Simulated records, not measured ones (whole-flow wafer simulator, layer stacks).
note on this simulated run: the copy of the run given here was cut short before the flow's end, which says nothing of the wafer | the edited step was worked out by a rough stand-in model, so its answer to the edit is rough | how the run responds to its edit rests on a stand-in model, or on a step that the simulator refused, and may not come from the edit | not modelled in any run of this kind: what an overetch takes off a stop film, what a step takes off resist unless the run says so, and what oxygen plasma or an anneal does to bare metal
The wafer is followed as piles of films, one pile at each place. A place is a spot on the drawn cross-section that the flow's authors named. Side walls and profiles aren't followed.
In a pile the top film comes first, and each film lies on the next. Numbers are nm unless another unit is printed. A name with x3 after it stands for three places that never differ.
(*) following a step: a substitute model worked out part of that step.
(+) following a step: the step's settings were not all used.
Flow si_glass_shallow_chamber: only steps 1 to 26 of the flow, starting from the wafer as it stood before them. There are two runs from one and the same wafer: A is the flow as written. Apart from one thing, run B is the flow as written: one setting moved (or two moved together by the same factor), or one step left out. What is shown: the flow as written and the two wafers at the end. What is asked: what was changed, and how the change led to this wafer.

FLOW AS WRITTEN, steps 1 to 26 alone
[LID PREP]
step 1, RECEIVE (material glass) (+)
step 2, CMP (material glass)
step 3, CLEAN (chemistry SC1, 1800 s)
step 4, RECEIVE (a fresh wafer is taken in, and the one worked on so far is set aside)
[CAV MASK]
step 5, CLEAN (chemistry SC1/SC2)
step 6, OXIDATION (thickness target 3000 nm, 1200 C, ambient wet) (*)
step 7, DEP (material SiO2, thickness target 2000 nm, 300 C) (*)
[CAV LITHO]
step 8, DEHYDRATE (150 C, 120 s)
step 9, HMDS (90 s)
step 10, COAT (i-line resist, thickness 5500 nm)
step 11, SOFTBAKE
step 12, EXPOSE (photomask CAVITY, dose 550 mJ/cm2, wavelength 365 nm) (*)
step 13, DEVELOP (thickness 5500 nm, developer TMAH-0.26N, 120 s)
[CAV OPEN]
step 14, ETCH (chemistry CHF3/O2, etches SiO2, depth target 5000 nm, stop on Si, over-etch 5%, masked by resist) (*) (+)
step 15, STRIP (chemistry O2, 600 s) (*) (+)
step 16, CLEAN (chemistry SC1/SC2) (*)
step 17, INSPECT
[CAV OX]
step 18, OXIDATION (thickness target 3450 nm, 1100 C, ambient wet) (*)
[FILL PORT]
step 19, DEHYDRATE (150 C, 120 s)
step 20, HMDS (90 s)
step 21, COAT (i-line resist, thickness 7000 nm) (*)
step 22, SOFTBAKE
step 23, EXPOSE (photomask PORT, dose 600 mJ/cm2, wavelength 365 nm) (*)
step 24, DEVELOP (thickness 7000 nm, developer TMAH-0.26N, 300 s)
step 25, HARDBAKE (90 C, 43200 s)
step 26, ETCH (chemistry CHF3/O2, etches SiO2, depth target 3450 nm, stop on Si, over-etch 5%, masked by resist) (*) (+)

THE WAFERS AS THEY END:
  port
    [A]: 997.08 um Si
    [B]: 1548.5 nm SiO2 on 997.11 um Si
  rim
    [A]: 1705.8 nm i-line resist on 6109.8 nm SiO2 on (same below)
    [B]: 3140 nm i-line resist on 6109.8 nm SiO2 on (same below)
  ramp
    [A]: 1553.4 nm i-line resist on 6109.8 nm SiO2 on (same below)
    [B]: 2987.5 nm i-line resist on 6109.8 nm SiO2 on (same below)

What caused this: step 26, ETCH: depth target 1811 nm was run, though the flow has depth target 3450 nm.

Step by step, how the change led to this:
  step 26, ETCH (chemistry CHF3/O2, etches SiO2, depth target 3450 nm, stop on Si, over-etch 5%, masked by resist) (*) (+)
      port: A SiO2 loses 3450 (all of it), Si loses 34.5 | B SiO2 loses 1901.5
      rim, ramp, cav, ring: A i-line resist loses 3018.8 | B i-line resist loses 1584.6
      (as well as at 1 more place)
